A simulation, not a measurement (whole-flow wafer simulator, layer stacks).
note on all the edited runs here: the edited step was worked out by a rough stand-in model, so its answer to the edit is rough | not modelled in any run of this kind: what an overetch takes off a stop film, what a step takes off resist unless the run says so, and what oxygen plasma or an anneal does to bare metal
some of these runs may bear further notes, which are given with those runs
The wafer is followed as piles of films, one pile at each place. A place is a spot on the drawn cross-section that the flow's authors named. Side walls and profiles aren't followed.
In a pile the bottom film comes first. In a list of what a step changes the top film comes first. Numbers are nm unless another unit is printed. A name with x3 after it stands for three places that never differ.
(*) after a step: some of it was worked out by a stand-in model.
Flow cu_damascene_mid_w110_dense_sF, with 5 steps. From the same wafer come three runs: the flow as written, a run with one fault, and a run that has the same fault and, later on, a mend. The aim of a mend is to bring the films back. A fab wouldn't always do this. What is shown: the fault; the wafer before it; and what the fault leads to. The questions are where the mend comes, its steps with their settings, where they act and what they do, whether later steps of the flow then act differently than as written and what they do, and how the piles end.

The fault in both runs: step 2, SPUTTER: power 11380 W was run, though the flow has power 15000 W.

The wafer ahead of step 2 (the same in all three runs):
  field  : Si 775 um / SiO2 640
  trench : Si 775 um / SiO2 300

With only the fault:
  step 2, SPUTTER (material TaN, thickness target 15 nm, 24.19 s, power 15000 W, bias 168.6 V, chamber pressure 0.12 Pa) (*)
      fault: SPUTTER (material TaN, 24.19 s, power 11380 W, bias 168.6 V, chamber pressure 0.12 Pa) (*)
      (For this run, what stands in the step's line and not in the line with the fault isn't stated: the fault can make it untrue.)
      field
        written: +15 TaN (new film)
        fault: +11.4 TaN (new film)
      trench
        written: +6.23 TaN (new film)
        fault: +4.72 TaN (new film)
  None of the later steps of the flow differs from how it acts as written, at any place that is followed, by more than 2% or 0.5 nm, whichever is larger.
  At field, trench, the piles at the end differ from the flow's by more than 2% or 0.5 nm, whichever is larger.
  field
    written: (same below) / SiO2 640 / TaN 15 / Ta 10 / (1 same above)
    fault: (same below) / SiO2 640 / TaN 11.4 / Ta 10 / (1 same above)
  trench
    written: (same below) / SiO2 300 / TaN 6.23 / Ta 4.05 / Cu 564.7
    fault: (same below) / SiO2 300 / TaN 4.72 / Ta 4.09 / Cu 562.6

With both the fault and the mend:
  The mend stands after step 2.
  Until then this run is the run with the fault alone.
  step 2a, SPUTTER (material TaN, 5.842 s, power 15000 W, bias 168.6 V, chamber pressure 0.12 Pa) (*) (the flow's step 2 again, with other settings)
      field
        +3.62 TaN
      trench
        +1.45 TaN
  None of the later steps of the flow differs from how it acts as written, at any place that is followed, by more than 2% or 0.5 nm, whichever is larger.
  The piles end only slightly different from the flow's at the places that both follow, by no more than 2% or 0.5 nm, whichever is larger.
